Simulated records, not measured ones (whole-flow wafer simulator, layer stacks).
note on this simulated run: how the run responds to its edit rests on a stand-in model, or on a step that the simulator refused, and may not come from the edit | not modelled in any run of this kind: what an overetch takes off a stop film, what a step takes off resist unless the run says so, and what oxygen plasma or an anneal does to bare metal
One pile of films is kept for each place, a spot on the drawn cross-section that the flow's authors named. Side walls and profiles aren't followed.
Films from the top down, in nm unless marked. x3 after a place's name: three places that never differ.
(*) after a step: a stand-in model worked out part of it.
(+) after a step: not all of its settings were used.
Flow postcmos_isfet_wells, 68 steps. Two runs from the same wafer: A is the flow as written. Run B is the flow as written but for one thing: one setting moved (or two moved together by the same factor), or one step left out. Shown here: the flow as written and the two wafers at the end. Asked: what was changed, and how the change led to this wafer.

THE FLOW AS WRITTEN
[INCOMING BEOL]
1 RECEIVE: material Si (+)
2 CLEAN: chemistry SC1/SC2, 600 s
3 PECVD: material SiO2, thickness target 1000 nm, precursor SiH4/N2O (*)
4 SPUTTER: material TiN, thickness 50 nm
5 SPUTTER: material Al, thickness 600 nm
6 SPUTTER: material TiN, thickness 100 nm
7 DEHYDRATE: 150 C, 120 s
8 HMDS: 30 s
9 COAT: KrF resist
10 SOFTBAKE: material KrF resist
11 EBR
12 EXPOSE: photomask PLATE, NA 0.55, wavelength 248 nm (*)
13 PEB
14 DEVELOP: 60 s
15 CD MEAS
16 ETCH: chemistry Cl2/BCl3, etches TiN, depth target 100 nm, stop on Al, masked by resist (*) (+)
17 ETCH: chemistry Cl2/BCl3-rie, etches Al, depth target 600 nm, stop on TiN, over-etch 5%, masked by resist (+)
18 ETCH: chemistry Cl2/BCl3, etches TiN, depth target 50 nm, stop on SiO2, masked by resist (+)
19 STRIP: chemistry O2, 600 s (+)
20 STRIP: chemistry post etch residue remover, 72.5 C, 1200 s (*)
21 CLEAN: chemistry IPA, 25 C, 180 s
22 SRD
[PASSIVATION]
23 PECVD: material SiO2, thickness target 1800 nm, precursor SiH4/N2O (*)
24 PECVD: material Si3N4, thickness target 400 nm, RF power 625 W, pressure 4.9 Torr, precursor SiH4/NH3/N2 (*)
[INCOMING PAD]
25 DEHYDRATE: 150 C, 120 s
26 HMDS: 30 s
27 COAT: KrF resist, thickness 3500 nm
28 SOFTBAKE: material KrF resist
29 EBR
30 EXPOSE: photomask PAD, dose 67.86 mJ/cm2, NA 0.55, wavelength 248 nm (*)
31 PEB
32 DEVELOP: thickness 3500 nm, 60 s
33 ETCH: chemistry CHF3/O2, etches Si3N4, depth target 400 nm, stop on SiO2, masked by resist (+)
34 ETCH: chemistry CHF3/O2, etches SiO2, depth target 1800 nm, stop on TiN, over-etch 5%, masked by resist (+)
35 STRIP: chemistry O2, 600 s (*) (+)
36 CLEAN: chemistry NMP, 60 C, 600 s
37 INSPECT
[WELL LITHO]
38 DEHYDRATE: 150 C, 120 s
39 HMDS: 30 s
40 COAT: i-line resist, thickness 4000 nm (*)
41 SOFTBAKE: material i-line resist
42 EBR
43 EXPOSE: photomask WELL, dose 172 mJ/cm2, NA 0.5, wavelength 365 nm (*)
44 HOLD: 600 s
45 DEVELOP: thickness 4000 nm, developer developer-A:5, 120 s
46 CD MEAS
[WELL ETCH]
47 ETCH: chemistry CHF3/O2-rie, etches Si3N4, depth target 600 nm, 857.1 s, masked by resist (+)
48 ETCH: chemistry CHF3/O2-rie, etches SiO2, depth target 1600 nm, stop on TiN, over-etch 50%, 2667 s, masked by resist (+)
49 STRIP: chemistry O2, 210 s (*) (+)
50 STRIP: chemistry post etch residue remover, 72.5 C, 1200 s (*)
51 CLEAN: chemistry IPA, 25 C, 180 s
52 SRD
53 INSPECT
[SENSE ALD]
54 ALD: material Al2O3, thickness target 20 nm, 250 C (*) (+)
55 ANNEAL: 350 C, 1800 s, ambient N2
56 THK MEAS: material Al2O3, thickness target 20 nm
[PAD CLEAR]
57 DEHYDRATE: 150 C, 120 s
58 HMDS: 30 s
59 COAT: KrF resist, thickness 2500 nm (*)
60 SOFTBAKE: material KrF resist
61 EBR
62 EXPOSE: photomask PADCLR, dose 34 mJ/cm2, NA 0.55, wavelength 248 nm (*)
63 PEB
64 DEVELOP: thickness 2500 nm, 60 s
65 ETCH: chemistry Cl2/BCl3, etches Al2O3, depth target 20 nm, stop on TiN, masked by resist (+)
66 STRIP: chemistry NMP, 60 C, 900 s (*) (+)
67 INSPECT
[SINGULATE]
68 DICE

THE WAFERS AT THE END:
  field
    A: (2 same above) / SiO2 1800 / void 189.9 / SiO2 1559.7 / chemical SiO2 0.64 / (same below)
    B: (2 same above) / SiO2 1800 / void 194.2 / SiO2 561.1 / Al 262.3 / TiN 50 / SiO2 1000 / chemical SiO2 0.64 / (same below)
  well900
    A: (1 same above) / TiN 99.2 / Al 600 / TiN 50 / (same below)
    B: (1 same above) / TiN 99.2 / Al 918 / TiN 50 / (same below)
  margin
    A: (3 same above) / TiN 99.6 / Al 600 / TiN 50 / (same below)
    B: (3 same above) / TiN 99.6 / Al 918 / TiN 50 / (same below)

The cause: step 5, SPUTTER: thickness 918 nm was run, where the flow has thickness 600 nm.
It can be read off the wafer: well900 has Al 918, and step 5 as written asks for 600 nm.

How the change led to this, step by step:
  5 SPUTTER: material Al, thickness 600 nm
      field, margin, well900, well1300 x3, pad_rim, pad_clr, pad_open: A Al +600 (new film) | B Al +918 (new film)
  17 ETCH: chemistry Cl2/BCl3-rie, etches Al, depth target 600 nm, stop on TiN, over-etch 5%, masked by resist (+)
      field: A Al -600 (all of it) | B Al -600
  18 ETCH: chemistry Cl2/BCl3, etches TiN, depth target 50 nm, stop on SiO2, masked by resist (+)
      field: A TiN -50 (all of it) | B Al -50
  20 STRIP: chemistry post etch residue remover, 72.5 C, 1200 s (*)
      field: A nothing | B Al -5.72
  23 PECVD: material SiO2, thickness target 1800 nm, precursor SiH4/N2O (*)
      field: A SiO2 +1800 (new film), void +189.9 (new film), SiO2 +559.7 | B SiO2 +1800 (new film), void +194.2 (new film), SiO2 +561.1 (new film)
Counting metal films that touch as one body, field has 1 body; the flow as written gives 0 bodies.
